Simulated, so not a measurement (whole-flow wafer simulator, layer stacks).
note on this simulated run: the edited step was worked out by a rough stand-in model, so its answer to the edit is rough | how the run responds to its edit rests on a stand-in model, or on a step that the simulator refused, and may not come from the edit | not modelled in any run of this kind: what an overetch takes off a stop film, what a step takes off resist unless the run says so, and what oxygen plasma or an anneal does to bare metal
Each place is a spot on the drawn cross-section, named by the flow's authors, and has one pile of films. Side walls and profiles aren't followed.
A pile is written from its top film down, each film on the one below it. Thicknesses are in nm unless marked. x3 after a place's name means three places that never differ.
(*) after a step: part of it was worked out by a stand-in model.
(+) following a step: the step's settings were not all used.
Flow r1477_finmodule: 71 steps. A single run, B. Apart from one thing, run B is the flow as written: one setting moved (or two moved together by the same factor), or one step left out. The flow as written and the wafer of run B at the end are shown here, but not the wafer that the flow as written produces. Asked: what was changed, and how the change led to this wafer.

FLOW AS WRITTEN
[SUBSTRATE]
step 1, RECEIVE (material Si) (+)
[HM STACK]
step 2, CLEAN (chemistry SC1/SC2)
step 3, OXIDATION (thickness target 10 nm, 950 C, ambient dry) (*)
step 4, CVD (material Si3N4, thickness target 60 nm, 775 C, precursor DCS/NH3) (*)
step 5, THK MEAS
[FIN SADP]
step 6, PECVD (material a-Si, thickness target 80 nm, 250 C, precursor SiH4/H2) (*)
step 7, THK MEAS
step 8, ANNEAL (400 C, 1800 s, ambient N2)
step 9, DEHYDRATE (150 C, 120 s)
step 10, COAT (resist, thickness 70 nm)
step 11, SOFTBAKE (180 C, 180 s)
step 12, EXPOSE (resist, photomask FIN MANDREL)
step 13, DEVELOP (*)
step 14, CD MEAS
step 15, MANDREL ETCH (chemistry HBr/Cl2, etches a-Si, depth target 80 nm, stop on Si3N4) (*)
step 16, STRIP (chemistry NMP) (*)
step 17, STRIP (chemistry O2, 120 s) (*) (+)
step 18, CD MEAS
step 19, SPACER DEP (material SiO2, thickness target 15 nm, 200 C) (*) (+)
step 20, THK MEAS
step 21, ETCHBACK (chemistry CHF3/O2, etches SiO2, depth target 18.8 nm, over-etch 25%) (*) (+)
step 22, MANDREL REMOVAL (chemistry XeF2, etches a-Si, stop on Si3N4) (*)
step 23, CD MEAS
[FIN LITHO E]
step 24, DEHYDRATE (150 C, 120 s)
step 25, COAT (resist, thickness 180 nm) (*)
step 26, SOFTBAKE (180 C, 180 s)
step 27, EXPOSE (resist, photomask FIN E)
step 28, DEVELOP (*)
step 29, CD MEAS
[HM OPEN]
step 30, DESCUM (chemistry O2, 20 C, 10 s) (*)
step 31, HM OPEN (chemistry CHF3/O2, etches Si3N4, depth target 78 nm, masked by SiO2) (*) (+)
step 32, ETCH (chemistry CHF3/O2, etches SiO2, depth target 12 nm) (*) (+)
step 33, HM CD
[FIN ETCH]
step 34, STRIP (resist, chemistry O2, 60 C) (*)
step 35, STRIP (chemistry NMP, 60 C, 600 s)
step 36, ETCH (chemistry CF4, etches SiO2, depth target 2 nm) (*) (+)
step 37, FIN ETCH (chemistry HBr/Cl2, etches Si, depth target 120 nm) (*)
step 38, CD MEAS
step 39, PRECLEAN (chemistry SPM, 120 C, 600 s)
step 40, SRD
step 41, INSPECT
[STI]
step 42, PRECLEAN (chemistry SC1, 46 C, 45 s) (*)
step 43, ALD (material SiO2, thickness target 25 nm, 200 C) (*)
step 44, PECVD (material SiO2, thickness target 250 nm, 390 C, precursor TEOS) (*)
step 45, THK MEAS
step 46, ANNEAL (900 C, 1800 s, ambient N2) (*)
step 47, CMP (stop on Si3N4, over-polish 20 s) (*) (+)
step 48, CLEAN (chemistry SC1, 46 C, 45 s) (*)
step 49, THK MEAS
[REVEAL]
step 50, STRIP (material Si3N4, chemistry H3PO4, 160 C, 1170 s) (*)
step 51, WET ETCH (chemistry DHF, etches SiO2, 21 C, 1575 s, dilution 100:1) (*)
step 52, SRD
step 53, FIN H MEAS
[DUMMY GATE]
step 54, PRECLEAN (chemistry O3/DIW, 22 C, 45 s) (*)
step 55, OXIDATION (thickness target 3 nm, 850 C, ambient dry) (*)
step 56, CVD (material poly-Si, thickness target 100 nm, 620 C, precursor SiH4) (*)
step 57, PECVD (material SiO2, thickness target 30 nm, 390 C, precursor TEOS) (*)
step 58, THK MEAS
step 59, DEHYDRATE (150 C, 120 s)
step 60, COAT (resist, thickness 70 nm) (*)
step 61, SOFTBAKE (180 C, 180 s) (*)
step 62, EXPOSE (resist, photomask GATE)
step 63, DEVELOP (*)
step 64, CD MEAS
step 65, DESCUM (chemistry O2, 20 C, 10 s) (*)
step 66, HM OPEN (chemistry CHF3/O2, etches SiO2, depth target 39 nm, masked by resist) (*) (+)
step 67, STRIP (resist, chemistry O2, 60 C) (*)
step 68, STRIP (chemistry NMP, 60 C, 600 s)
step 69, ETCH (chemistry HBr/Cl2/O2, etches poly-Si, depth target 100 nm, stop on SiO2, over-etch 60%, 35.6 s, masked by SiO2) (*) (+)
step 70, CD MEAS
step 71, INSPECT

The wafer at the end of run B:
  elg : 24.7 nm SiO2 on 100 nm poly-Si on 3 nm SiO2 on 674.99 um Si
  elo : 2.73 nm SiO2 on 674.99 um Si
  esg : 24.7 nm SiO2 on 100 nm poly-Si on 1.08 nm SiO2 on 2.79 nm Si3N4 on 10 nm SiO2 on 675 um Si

Cause: step 4, CVD: thickness target 94.5 nm was run, while the flow as written has thickness target 60 nm.

Step by step, how the change led to this:
  step 4, CVD (material Si3N4, thickness target 60 nm, 775 C, precursor DCS/NH3) (*)
      pad, padg, elg and 33 more: +94.5 Si3N4 (new film) (in the flow as written it would be: +60 Si3N4 (new film))
  step 31, HM OPEN (chemistry CHF3/O2, etches Si3N4, depth target 78 nm, masked by SiO2) (*) (+)
      pad, padg, esg and 13 more: -78 Si3N4 (in the flow as written it would be: -56.4 Si3N4 (all of it), -10 SiO2 (all of it))
      s40cg, s45cg, s50cg, s40co, s45co, s50co: -78 Si3N4 (in the flow as written it would be: -60 Si3N4 (all of it), -9 SiO2)
  step 32, ETCH (chemistry CHF3/O2, etches SiO2, depth target 12 nm) (*) (+)
      pad, padg, e40sg and 11 more: -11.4 Si3N4 (in the flow as written it would be: -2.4 Si)
      esg, eso: -8.16 Si3N4 (in the flow as written it would be: -1.77 Si)
      (also at 6 further places)
  step 34, STRIP (resist, chemistry O2, 60 C) (*)
      pad, padg, esg and 19 more: nothing (in the flow as written it would be: +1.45 chemical SiO2 (new film), -0.64 Si)
  step 36, ETCH (chemistry CF4, etches SiO2, depth target 2 nm) (*) (+)
      pad, padg, e40sg and 11 more: -1.45 Si3N4 (all of it), -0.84 SiO2 (in the flow as written it would be: -1.45 chemical SiO2 (all of it), -0.46 Si)
      esg, eso: -1.92 Si3N4 (in the flow as written it would be: -1.45 chemical SiO2 (all of it), -0.46 Si)
      (also at 6 further places)
  step 37, FIN ETCH (chemistry HBr/Cl2, etches Si, depth target 120 nm) (*)
      pad, padg, esg and 19 more: nothing (in the flow as written it would be: -120 Si)
      elg, e40lg, e100lg, e200lg, elo, e40lo, e100lo, e200lo: nothing (in the flow as written it would be: -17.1 Si3N4)
      (also at 6 further places)
  step 39, PRECLEAN (chemistry SPM, 120 C, 600 s)
      pad, padg, esg and 19 more: nothing (in the flow as written it would be: +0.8 chemical SiO2 (new film), -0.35 Si)
  step 43, ALD (material SiO2, thickness target 25 nm, 200 C) (*)
      pad, padg, e40sg and 11 more: +25 SiO2 (in the flow as written it would be: +25 SiO2 (new film))
      s40cg, s40co: +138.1 SiO2 (new film) (in the flow as written it would be: +232.1 SiO2 (new film))
      (also at 5 further places)
  step 47, CMP (stop on Si3N4, over-polish 20 s) (*) (+)
      elg, e40lg, e100lg, e200lg, elo, e40lo, e100lo, e200lo: -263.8 SiO2 (all of it), -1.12 Si3N4 (in the flow as written it would be: -241.6 SiO2)
      pad, padg, e40sg and 11 more: -175.6 SiO2 (in the flow as written it would be: -71.8 SiO2)
      (also at 14 further places)
  step 50, STRIP (material Si3N4, chemistry H3PO4, 160 C, 1170 s) (*)
      elg, e40lg, e100lg, e200lg, elo, e40lo, e100lo, e200lo: -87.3 Si3N4 (all of it), -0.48 SiO2 (in the flow as written it would be: -4.28 SiO2)
      s40sg_line, s45sg_line, s50sg_line, s40so_line, s45so_line, s50so_line: -87.3 Si3N4 (all of it), -0.48 SiO2 (in the flow as written it would be: -58.9 Si3N4 (all of it), -1.37 SiO2)
  step 51, WET ETCH (chemistry DHF, etches SiO2, 21 C, 1575 s, dilution 100:1) (*)
      elg, e40lg, e100lg, e200lg, elo, e40lo, e100lo, e200lo: -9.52 SiO2 (all of it) (in the flow as written it would be: -17.8 SiO2 (all of it), -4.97 Si3N4)
      s40cg, s40co: -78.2 SiO2 (all of it), -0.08 Si3N4 (in the flow as written it would be: -79.1 SiO2)
      (also at 25 further places)
  step 54, PRECLEAN (chemistry O3/DIW, 22 C, 45 s) (*)
      elg, e40lg, e100lg, e200lg, elo, e40lo, e100lo, e200lo: +0.84 chemical SiO2 (new film), -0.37 Si (in the flow as written it would be: nothing)
  step 55, OXIDATION (thickness target 3 nm, 850 C, ambient dry) (*)
      pad, padg, e40sg and 11 more: +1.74 SiO2, -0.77 Si (in the flow as written it would be: +1.21 SiO2, -0.74 chemical SiO2 (all of it), -0.21 Si)
      elg, e40lg, e100lg, e200lg, elo, e40lo, e100lo, e200lo: +3 SiO2 (new film), -0.84 chemical SiO2 (all of it), -0.95 Si (in the flow as written it would be: nothing)
      (also at 8 further places)
  step 56, CVD (material poly-Si, thickness target 100 nm, 620 C, precursor SiH4) (*)
      s40sg_line, s45sg_line, s50sg_line, s40so_line, s45so_line, s50so_line: +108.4 poly-Si (new film) (in the flow as written it would be: +100 poly-Si (new film))
      e40lg, e40lo: +107.9 poly-Si (new film) (in the flow as written it would be: +100 poly-Si (new film))
      (also at 10 further places)
  step 60, COAT (resist, thickness 70 nm) (*)
      s40sg_line, s45sg_line, s40so_line, s45so_line: +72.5 resist (new film) (in the flow as written it would be: +68.5 resist (new film))
      e40lg, e40lo: +70.3 resist (new film) (in the flow as written it would be: +66.9 resist (new film))
      (also at 27 further places)
  step 63, DEVELOP (*)
      s40so_line, s45so_line: -72.5 resist (all of it) (in the flow as written it would be: -68.5 resist (all of it))
      elo: -71.7 resist (all of it) (in the flow as written it would be: -66.9 resist (all of it))
      (also at 14 further places)
  ... 1 further step ...
  step 69, ETCH (chemistry HBr/Cl2/O2, etches poly-Si, depth target 100 nm, stop on SiO2, over-etch 60%, 35.6 s, masked by SiO2) (*) (+)
      elo: -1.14 chemical SiO2 (all of it), -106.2 poly-Si (all of it), -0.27 SiO2 (in the flow as written it would be: -1.46 chemical SiO2 (all of it), -97.6 poly-Si (all of it), -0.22 Si3N4)
      e40lo: -1.14 chemical SiO2 (all of it), -105.6 poly-Si (all of it), -0.27 SiO2 (in the flow as written it would be: -1.46 chemical SiO2 (all of it), -97.6 poly-Si (all of it), -0.22 Si3N4)
      (also at 7 further places)
